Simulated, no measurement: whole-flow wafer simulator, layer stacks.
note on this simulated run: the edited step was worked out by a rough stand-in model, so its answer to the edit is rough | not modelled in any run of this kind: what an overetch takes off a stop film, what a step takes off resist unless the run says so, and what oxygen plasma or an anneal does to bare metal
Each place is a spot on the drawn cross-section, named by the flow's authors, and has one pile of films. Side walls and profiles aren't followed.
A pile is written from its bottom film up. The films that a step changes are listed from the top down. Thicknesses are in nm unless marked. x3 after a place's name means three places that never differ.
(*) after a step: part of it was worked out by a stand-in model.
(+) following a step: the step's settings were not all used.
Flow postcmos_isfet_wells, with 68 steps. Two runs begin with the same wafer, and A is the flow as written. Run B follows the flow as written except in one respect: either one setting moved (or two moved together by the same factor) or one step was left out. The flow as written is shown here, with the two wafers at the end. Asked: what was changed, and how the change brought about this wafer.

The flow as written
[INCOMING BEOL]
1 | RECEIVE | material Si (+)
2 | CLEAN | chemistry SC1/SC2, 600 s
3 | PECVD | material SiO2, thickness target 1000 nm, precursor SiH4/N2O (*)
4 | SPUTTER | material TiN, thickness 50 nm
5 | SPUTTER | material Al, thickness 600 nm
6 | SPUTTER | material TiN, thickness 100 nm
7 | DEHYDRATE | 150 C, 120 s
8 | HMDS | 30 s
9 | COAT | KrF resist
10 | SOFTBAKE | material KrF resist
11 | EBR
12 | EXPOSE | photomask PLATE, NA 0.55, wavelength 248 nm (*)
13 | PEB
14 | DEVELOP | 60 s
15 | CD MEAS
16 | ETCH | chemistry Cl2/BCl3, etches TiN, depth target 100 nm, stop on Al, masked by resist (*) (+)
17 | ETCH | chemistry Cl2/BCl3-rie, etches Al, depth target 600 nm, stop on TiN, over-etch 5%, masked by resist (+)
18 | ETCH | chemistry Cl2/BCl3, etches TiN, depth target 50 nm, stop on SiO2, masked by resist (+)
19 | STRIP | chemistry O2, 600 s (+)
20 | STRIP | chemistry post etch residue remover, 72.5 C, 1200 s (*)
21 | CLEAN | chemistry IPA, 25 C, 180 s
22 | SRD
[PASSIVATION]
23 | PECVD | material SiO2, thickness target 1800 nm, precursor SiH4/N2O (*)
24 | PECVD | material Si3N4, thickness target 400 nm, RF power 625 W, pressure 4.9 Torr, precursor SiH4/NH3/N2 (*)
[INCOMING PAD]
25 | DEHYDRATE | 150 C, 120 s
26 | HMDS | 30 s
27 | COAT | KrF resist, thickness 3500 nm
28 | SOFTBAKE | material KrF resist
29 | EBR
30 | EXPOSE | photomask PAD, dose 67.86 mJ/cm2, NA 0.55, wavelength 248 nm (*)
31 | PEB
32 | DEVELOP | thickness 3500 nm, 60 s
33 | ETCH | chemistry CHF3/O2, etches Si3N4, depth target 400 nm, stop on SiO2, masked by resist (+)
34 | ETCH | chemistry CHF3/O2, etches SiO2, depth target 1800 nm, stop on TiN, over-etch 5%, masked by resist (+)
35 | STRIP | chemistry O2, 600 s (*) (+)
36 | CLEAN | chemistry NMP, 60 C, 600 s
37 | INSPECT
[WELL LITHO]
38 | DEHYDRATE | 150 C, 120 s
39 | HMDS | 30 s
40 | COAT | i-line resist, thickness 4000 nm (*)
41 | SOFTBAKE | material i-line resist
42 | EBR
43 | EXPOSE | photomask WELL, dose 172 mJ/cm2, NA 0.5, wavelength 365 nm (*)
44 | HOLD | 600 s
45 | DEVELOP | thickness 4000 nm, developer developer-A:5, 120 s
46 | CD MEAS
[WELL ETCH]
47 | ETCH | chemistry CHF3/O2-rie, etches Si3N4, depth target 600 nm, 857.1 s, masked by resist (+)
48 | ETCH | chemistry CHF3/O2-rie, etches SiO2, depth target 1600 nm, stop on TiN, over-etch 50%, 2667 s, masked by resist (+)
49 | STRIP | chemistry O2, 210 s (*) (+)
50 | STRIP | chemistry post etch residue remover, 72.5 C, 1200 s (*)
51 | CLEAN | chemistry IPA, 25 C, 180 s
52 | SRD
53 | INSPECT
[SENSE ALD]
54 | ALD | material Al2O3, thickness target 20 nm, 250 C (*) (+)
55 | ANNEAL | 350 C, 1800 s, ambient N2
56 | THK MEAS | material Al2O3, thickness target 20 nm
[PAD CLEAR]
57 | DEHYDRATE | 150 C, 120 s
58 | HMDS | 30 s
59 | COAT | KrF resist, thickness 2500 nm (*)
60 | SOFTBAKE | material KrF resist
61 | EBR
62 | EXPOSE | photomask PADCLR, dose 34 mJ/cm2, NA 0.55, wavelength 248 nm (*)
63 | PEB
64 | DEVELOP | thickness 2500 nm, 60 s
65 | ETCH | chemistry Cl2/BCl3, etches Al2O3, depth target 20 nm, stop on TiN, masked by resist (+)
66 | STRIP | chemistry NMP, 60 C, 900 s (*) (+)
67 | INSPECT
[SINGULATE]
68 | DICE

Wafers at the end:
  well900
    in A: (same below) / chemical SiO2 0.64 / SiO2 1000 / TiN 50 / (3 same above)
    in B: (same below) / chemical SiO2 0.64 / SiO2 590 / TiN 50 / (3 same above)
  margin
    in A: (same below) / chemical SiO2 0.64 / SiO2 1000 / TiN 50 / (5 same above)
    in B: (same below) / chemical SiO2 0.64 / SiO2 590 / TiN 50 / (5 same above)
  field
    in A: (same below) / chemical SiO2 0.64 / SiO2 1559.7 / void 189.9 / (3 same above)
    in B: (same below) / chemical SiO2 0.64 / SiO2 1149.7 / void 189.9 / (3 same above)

The reason: step 3, PECVD: thickness target 590 nm was run, while the flow as written has thickness target 1000 nm.
One can read it off the wafer: well900 has SiO2 590, and step 3 as written asks for 1000 nm.

Step by step, how the change led to this:
  3 | PECVD | material SiO2, thickness target 1000 nm, precursor SiH4/N2O (*)
      field, margin, well900, well1300 x3, pad_rim, pad_clr, pad_open: A SiO2 gains 1000 (new film) | B SiO2 gains 590 (new film)
